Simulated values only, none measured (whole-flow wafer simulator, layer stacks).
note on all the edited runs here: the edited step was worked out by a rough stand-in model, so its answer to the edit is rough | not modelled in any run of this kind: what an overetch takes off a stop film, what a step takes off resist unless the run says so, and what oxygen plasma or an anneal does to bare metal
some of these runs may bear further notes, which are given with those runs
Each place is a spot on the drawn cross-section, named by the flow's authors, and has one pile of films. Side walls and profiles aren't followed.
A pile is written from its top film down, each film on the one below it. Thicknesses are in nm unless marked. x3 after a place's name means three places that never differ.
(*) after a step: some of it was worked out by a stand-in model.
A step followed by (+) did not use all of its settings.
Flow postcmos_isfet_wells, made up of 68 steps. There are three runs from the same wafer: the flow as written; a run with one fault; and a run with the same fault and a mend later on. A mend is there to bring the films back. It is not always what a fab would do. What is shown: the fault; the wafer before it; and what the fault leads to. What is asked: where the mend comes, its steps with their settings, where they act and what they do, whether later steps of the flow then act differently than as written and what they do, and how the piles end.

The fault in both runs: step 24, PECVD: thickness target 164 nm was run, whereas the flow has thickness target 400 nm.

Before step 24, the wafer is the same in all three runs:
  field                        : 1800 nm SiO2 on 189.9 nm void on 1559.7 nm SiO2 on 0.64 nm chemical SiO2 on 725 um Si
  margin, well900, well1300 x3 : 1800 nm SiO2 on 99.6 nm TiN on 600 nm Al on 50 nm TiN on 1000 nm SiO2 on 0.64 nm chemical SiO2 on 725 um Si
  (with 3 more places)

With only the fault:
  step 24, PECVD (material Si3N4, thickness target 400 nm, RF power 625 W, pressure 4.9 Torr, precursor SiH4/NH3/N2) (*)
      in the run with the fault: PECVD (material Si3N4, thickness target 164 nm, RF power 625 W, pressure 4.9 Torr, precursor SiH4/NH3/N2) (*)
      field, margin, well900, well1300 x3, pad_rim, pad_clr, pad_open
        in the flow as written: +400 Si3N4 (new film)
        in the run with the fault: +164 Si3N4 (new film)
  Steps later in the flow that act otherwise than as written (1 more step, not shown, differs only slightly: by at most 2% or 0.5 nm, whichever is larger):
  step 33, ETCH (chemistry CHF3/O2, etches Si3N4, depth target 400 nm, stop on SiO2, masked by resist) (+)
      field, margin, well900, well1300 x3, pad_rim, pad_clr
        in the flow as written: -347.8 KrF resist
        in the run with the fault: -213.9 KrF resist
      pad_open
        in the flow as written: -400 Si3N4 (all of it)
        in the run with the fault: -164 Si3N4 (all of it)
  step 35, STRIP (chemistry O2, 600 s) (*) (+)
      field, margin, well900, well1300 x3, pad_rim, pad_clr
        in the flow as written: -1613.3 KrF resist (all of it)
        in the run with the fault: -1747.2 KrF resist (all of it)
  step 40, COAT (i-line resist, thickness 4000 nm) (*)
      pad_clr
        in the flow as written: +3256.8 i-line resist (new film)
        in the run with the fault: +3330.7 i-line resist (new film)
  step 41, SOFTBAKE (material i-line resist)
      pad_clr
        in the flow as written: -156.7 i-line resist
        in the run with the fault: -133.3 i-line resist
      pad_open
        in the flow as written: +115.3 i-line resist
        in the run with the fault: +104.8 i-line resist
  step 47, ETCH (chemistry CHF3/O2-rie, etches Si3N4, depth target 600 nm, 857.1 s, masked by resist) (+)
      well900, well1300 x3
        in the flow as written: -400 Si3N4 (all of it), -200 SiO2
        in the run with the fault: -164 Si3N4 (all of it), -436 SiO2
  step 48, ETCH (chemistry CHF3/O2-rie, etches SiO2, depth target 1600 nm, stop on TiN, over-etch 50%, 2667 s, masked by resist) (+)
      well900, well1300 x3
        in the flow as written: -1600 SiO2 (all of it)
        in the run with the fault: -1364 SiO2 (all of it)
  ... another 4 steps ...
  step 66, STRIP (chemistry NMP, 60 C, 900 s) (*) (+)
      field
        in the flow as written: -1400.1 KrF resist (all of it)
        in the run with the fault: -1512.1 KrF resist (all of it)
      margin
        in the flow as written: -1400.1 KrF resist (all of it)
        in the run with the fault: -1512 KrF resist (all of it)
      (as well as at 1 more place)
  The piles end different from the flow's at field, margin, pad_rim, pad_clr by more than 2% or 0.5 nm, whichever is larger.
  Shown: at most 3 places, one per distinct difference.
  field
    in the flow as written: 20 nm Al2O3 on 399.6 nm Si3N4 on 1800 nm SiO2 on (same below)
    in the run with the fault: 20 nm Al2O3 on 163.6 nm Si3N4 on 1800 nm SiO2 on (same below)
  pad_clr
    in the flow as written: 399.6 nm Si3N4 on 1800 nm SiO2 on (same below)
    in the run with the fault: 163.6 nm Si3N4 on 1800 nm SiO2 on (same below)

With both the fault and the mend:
  The mend follows step 32.
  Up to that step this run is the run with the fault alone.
  step 32a, STRIP (chemistry O2, 600 s) (*) (+)
      field, margin, well900, well1300 x3, pad_rim, pad_clr
        -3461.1 KrF resist (all of it)
  step 32b, PECVD (material Si3N4, thickness target 236 nm, RF power 625 W, pressure 4.9 Torr, precursor SiH4/NH3/N2) (*) (the flow's step 24, run once more with other settings)
      field, margin, well900, well1300 x3, pad_rim, pad_clr, pad_open
        +236 Si3N4
  step 32c, HMDS (30 s) (the flow's step 26, run once more)
      leaves every film unchanged at each place that is followed
  step 32d, COAT (KrF resist, thickness 3500 nm) (the flow's step 27, run once more)
      field, margin, well900, well1300 x3, pad_rim, pad_clr, pad_open
        +3500 KrF resist (new film)
  step 32e, SOFTBAKE (material KrF resist) (the flow's step 28, run once more)
      leaves every film unchanged at each place that is followed
  step 32f, EBR (the flow's step 29, run once more)
      leaves every film unchanged at each place that is followed
  step 32g, EXPOSE (photomask PAD, dose 67.86 mJ/cm2, NA 0.55, wavelength 248 nm) (*) (the flow's step 30, run once more)
      leaves every film unchanged at each place that is followed
  step 32h, PEB (the flow's step 31, run once more)
      field, margin, well900, well1300 x3, pad_rim, pad_clr, pad_open
        -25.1 KrF resist
  step 32i, DEVELOP (thickness 3500 nm, 60 s) (the flow's step 32, run once more)
      field, margin, well900, well1300 x3, pad_rim, pad_clr
        -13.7 KrF resist
      pad_open
        -3474.9 KrF resist (all of it)
  None of the later steps of the flow acts differently than as written at any place that is followed.
  The piles end the same as the flow's at every place that both follow.
